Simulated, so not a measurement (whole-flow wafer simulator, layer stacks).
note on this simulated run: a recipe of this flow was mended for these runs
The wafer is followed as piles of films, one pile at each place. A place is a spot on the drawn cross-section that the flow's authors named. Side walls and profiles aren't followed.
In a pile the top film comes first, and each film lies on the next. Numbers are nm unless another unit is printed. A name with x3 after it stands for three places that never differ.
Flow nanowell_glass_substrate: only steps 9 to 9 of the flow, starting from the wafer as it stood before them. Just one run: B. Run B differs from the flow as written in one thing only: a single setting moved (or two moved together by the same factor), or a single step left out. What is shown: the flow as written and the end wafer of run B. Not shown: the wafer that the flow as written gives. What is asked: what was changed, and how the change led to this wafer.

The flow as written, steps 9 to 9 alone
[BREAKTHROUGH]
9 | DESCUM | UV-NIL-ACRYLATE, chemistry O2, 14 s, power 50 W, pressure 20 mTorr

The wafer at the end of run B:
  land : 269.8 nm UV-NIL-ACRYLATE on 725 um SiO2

Cause: step 9, DESCUM: 8.58 s was run, while the flow as written has 14 s.

Step by step, how the change led to this:
  9 | DESCUM | UV-NIL-ACRYLATE, chemistry O2, 14 s, power 50 W, pressure 20 mTorr
      land: UV-NIL-ACRYLATE loses 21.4 (as written it would have been: UV-NIL-ACRYLATE loses 34.9)
